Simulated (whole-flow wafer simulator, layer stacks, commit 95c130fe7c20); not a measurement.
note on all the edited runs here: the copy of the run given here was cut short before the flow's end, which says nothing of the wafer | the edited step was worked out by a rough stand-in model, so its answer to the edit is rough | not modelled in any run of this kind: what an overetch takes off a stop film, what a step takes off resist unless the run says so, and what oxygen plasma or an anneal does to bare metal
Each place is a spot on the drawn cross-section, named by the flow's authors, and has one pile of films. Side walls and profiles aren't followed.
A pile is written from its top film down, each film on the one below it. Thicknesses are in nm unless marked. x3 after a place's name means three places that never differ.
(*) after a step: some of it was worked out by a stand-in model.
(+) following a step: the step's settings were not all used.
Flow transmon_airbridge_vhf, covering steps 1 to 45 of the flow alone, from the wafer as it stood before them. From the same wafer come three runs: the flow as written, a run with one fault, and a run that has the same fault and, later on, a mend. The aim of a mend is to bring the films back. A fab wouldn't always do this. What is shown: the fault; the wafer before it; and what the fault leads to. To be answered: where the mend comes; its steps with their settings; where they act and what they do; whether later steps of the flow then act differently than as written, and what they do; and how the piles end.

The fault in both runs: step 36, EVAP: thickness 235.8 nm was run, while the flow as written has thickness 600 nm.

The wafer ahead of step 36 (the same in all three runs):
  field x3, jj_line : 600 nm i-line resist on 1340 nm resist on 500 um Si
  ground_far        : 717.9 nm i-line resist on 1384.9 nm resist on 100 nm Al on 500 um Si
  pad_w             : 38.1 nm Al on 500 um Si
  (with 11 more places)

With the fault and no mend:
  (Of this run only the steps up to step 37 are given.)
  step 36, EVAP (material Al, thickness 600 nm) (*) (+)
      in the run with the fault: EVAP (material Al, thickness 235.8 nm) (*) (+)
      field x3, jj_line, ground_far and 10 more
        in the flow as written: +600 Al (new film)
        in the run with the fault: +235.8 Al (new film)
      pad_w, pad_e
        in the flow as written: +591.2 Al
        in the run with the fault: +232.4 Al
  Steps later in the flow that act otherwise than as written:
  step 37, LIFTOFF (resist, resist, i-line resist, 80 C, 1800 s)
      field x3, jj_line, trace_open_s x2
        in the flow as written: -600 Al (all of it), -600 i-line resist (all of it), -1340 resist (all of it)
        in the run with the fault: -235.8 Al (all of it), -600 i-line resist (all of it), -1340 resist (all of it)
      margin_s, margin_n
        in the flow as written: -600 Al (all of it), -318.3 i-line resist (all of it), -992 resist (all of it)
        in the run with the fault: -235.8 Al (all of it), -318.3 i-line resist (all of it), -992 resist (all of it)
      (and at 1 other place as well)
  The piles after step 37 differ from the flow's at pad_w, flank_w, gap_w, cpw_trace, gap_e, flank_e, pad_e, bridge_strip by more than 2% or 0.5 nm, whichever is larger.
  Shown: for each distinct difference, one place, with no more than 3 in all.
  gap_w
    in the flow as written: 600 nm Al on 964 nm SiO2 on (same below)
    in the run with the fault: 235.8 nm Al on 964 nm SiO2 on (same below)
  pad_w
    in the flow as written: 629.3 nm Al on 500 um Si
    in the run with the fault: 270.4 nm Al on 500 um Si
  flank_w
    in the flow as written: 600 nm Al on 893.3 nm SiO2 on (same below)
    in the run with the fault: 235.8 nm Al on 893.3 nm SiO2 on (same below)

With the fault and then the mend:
  After step 36 comes the mend.
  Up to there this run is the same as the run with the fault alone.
  step 36a, EVAP (material Al, thickness 364.2 nm) (*) (+) (the flow's step 36, run once more with other settings)
      field x3, jj_line, ground_far and 10 more
        +364.2 Al
      pad_w, pad_e
        +358.8 Al
  Every later step of the flow that is run acts as written, at every place that is followed, to within 2% or 0.5 nm, whichever is larger.
  When the end is reached, the piles differ only a little from the flow's at the places that both follow, at most by 2% or 0.5 nm, whichever is larger.
